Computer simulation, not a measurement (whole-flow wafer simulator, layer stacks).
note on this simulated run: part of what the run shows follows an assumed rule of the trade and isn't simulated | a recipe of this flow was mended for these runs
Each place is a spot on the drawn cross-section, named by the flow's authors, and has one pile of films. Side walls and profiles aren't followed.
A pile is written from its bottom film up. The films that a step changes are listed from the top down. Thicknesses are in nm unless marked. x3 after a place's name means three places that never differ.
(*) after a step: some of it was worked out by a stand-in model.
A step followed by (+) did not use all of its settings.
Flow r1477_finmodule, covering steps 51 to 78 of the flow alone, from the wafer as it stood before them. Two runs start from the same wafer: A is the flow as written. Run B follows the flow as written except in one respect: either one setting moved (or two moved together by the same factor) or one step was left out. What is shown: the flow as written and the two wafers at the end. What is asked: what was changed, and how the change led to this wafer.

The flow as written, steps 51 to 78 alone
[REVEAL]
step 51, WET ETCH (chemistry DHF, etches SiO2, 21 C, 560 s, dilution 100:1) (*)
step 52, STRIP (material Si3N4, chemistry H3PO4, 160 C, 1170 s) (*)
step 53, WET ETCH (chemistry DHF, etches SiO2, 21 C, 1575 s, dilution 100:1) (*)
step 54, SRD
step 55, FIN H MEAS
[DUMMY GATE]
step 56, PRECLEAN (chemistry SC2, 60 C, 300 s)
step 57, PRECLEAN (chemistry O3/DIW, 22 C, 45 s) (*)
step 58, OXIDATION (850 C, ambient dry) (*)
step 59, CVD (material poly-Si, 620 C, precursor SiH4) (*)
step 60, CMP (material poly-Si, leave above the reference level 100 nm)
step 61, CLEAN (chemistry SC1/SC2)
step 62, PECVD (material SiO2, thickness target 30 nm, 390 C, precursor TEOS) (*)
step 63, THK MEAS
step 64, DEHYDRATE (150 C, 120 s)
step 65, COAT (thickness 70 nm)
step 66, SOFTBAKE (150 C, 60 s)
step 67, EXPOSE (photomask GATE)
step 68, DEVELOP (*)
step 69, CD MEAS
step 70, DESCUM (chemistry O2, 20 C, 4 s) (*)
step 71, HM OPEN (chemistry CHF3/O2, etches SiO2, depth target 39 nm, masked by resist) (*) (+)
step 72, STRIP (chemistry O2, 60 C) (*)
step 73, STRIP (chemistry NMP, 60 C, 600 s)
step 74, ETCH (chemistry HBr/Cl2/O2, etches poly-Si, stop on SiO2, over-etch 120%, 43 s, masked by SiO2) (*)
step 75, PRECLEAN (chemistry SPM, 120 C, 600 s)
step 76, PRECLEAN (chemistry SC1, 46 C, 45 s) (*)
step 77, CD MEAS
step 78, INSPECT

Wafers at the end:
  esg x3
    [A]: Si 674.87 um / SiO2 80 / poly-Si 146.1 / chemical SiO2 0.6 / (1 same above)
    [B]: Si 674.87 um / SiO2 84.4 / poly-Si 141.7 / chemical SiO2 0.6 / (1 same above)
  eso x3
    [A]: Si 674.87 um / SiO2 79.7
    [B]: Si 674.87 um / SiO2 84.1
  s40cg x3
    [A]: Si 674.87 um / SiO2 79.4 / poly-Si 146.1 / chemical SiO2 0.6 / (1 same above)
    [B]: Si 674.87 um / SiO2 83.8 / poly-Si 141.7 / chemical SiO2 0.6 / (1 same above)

What caused this: step 53, WET ETCH: 19.6 C was run, whereas the flow has 21 C.

The path from the change to this, step by step:
  step 53, WET ETCH (chemistry DHF, etches SiO2, 21 C, 1575 s, dilution 100:1) (*)
      esg x3, e200sg, s40cg x3, s40sg x3, eso x3, e200so, s40co x3, s40so x3: A SiO2 loses 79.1 | B SiO2 loses 74.7
      pad, padg: A SiO2 loses 85.7 | B SiO2 loses 80.9
  step 59, CVD (material poly-Si, 620 C, precursor SiH4) (*)
      e200sg, e200so: A poly-Si gains 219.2 (new film) | B poly-Si gains 214.8 (new film)
  step 60, CMP (material poly-Si, leave above the reference level 100 nm)
      pad, padg: A poly-Si loses 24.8 | B poly-Si loses 29.5
  step 74, ETCH (chemistry HBr/Cl2/O2, etches poly-Si, stop on SiO2, over-etch 120%, 43 s, masked by SiO2) (*)
      eso x3, e200so, s40co x3, s40so x3: A chemical SiO2 loses 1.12 (all of it), poly-Si loses 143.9 (all of it), SiO2 loses 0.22 | B chemical SiO2 loses 1.12 (all of it), poly-Si loses 139.5 (all of it), SiO2 loses 0.24
      pad: A chemical SiO2 loses 1.12 (all of it), poly-Si loses 152.8 (all of it), SiO2 loses 0.17 | B chemical SiO2 loses 1.12 (all of it), poly-Si loses 148 (all of it), SiO2 loses 0.19
